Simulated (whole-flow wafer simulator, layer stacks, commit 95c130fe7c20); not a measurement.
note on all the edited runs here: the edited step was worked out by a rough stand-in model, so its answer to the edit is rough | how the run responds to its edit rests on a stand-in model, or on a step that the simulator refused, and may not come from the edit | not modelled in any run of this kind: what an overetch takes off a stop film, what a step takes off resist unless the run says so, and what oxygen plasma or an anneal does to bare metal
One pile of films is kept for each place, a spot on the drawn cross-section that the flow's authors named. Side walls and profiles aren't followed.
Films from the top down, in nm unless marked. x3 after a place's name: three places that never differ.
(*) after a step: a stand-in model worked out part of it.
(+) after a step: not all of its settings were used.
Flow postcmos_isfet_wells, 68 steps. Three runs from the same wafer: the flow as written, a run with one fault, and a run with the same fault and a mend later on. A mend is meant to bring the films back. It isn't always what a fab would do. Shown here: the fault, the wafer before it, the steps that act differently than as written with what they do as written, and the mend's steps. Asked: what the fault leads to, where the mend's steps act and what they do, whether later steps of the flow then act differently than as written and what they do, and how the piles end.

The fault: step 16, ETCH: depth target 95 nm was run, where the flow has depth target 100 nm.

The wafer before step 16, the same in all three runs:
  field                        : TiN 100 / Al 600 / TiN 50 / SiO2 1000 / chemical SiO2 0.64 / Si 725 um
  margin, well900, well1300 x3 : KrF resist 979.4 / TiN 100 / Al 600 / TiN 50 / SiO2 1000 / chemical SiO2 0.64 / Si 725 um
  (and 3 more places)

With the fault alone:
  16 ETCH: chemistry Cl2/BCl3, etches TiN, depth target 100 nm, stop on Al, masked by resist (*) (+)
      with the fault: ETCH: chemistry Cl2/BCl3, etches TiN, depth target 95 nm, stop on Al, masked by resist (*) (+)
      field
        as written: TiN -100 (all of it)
        with the fault: TiN -95
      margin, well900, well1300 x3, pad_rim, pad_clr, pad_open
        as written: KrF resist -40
        with the fault: KrF resist -38
  Later steps of the flow that act differently than as written (2 more steps differ only slightly, by at most 2% or 0.5 nm, whichever is larger, and aren't shown):
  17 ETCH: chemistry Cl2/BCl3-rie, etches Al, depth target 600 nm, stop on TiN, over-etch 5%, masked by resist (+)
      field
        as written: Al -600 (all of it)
        with the fault: TiN -5 (all of it), Al -592
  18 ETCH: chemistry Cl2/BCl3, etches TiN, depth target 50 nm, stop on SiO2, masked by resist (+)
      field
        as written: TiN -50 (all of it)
        with the fault: Al -8 (all of it), TiN -46.6
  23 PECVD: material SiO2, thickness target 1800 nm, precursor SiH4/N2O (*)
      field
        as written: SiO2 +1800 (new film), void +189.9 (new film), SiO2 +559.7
        with the fault: SiO2 +1800 (new film), void +187.7 (new film), SiO2 +559 (new film)
  At the end the piles differ from the flow's by more than 2% or 0.5 nm, whichever is larger, at field.
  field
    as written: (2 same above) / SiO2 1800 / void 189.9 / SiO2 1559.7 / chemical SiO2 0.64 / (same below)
    with the fault: (2 same above) / SiO2 1800 / void 187.7 / SiO2 559 / TiN 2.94 / SiO2 1000 / chemical SiO2 0.64 / (same below)

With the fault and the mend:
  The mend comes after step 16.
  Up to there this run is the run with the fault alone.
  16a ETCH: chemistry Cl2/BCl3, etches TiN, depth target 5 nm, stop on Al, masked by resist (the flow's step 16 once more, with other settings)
      margin, well900, well1300 x3, pad_rim, pad_clr, pad_open
        KrF resist -2
      field
        TiN -5 (all of it)
  No later step of the flow acts differently than as written at any place that is followed.
  At the end the piles are the same as the flow's at every place that both follow.
